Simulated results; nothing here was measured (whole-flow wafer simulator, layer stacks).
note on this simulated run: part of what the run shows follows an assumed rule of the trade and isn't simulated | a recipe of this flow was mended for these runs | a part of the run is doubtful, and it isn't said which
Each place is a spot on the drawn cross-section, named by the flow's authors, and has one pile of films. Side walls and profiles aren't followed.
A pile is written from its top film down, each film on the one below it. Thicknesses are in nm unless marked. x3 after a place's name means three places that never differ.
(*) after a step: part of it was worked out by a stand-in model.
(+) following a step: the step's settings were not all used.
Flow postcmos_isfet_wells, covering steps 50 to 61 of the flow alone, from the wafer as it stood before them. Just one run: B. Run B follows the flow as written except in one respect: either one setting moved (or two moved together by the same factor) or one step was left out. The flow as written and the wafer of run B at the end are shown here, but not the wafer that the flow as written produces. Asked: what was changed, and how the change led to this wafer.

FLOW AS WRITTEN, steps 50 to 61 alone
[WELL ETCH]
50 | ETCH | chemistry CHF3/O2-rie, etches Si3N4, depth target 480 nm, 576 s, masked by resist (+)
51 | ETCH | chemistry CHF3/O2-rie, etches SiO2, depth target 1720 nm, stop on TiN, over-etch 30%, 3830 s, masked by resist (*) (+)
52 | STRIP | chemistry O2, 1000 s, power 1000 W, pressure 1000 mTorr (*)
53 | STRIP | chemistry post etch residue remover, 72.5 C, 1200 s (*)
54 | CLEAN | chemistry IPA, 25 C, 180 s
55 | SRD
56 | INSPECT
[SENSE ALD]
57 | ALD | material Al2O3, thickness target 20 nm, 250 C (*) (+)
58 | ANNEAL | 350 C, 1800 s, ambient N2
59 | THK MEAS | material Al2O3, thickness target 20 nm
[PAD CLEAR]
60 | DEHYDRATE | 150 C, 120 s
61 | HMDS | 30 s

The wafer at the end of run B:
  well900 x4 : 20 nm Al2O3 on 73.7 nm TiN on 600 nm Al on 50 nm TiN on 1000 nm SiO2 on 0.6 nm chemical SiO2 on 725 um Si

The reason: step 50, ETCH: depth target 192 nm was run, though the flow has depth target 480 nm; step 50, ETCH: 230 s was run, where the flow has 576 s.

The path from the change to this, step by step:
  50 | ETCH | chemistry CHF3/O2-rie, etches Si3N4, depth target 480 nm, 576 s, masked by resist (+)
      well900 x4: Si3N4 loses 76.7 (as written it would have been: Si3N4 loses 399.6 (all of it), SiO2 loses 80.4)
      field, margin x2, pad_clr, pad_open: thick-g/i-line-resist loses 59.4 (as written it would have been: thick-g/i-line-resist loses 148.8)
  51 | ETCH | chemistry CHF3/O2-rie, etches SiO2, depth target 1720 nm, stop on TiN, over-etch 30%, 3830 s, masked by resist (*) (+)
      well900 x4: Si3N4 loses 323 (all of it), SiO2 loses 1800 (all of it), TiN loses 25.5 (as written it would have been: SiO2 loses 1719.6 (all of it), TiN loses 20.6)
  52 | STRIP | chemistry O2, 1000 s, power 1000 W, pressure 1000 mTorr (*)
      field, margin x2: thick-g/i-line-resist loses 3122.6 (all of it) (as written it would have been: thick-g/i-line-resist loses 3033.3 (all of it))
      pad_clr: thick-g/i-line-resist loses 2249 (all of it) (as written it would have been: thick-g/i-line-resist loses 2159.6 (all of it))
      (and at 1 other place as well)
